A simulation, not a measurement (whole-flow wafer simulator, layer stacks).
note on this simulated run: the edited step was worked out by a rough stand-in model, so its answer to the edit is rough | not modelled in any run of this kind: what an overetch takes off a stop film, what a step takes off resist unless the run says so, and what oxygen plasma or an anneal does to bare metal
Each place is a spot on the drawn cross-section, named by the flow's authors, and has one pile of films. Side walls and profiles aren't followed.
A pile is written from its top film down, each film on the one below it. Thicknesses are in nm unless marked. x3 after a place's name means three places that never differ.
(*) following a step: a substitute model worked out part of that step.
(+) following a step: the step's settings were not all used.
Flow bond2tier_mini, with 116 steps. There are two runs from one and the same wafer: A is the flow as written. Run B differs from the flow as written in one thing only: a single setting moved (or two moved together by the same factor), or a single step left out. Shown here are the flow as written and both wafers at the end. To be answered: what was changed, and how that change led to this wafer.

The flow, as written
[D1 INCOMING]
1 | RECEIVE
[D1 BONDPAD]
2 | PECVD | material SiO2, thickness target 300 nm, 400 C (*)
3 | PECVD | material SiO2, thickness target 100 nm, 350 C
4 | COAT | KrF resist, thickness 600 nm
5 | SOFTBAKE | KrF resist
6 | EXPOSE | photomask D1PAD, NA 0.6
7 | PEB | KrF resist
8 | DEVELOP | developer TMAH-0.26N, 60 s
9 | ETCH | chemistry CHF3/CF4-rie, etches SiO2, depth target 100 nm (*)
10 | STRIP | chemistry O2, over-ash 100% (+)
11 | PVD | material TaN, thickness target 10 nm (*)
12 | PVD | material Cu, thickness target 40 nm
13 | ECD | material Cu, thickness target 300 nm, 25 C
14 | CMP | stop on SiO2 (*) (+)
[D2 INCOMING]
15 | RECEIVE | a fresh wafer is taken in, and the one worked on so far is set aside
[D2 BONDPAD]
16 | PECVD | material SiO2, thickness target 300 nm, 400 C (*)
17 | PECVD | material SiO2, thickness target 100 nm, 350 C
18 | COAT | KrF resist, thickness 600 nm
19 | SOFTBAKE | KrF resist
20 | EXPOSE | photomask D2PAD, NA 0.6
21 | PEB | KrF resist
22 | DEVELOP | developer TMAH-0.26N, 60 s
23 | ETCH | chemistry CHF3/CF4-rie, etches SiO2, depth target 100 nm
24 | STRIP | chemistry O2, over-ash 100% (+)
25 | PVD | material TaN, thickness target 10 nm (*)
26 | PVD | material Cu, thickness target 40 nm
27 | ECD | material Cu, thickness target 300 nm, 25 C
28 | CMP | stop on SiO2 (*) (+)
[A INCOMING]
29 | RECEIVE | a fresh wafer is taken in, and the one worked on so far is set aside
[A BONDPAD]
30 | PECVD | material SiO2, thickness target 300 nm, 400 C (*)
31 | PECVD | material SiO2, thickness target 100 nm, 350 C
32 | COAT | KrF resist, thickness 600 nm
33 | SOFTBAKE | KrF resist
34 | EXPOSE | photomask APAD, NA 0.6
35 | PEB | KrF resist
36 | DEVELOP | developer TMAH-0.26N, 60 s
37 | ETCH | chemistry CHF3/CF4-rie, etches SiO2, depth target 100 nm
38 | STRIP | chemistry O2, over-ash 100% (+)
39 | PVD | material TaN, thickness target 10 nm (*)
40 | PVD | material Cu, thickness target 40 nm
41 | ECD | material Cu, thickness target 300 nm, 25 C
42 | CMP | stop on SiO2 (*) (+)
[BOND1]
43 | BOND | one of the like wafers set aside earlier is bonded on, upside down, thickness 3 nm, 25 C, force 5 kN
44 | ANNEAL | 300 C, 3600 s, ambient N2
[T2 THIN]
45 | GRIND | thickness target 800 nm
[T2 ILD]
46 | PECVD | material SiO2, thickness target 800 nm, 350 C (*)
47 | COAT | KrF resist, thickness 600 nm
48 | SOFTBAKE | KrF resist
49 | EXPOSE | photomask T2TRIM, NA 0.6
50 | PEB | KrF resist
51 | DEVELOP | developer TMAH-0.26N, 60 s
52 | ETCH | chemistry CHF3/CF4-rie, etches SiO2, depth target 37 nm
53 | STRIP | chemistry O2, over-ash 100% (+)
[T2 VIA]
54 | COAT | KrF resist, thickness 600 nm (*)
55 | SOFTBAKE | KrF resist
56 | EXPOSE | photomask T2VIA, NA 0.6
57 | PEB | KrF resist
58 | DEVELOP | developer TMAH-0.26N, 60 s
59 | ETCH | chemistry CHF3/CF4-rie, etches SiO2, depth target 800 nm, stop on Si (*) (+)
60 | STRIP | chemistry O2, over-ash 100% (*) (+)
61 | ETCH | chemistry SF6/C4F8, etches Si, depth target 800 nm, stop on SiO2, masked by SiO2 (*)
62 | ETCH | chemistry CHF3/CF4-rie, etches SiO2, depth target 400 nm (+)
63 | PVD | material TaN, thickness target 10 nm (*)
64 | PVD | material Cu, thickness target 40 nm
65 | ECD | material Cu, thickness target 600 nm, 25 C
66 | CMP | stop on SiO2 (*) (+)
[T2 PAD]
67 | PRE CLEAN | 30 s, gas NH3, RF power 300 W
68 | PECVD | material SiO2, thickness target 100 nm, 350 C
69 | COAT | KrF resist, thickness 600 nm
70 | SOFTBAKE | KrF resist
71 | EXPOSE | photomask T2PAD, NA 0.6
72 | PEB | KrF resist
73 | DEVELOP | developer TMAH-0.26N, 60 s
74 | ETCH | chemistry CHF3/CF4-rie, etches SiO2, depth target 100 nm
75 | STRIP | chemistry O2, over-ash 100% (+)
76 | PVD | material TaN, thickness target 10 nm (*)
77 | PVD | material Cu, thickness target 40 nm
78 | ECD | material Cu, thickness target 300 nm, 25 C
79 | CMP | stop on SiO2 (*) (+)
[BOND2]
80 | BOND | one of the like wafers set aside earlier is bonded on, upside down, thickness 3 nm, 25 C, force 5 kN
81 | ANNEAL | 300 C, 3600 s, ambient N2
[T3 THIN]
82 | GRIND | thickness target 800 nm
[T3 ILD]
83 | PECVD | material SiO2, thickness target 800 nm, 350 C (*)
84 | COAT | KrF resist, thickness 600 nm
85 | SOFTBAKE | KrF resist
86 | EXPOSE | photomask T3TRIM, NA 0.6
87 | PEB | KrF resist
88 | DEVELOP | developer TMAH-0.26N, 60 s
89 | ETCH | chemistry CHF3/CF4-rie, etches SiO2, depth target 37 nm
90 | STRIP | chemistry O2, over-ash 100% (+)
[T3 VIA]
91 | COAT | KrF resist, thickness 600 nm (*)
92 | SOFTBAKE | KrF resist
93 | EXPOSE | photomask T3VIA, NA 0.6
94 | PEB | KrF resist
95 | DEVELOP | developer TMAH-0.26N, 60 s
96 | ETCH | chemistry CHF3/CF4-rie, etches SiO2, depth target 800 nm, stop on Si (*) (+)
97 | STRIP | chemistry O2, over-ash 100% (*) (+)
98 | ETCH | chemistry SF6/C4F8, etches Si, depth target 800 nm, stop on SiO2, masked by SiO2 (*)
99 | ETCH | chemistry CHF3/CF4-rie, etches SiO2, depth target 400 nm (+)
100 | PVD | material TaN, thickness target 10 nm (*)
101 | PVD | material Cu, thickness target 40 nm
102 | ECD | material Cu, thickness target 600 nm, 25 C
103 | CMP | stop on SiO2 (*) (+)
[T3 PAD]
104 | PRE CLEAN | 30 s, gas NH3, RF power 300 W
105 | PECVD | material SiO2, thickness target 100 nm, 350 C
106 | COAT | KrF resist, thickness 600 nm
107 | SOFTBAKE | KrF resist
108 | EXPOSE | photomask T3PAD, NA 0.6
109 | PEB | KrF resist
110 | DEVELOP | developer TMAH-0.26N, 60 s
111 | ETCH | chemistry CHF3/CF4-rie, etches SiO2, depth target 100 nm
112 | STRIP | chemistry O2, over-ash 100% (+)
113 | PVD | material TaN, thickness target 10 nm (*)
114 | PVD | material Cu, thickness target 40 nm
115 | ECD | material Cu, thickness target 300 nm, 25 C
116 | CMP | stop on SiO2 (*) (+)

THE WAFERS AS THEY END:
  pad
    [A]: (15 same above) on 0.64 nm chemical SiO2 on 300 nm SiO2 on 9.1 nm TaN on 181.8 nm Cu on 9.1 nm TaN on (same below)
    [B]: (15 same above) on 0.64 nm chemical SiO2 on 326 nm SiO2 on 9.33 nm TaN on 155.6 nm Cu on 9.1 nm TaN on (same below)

The reason: step 9, ETCH: depth target 74 nm was run, while the flow as written has depth target 100 nm.

The path from the change to this, step by step:
  9 | ETCH | chemistry CHF3/CF4-rie, etches SiO2, depth target 100 nm (*)
      pad, via: A SiO2 loses 100 | B SiO2 loses 74
      field: A KrF resist loses 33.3 | B KrF resist loses 24.7
  12 | PVD | material Cu, thickness target 40 nm
      pad: A Cu gains 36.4 (new film) | B Cu gains 37.3 (new film)
  13 | ECD | material Cu, thickness target 300 nm, 25 C
      pad: A Cu gains 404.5 | B Cu gains 377.3
      via: A Cu gains 400.2 | B Cu gains 374.1
  43 | BOND | one of the like wafers set aside earlier is bonded on, upside down, thickness 3 nm, 25 C, force 5 kN
      pad: A Si gains 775 um (new film), chemical SiO2 gains 0.64 (new film), SiO2 gains 300 (new film), TaN gains 9.1 (new film), Cu gains 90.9 | B Si gains 775 um (new film), chemical SiO2 gains 0.64 (new film), SiO2 gains 326 (new film), TaN gains 9.33 (new film), Cu gains 64.7
      via: A Si gains 775 um (new film), chemical SiO2 gains 0.64 (new film), SiO2 gains 300 (new film), TaN gains 9.97 (new film), Cu gains 90 | B Si gains 775 um (new film), chemical SiO2 gains 0.64 (new film), SiO2 gains 326 (new film), TaN gains 9.99 (new film), Cu gains 64
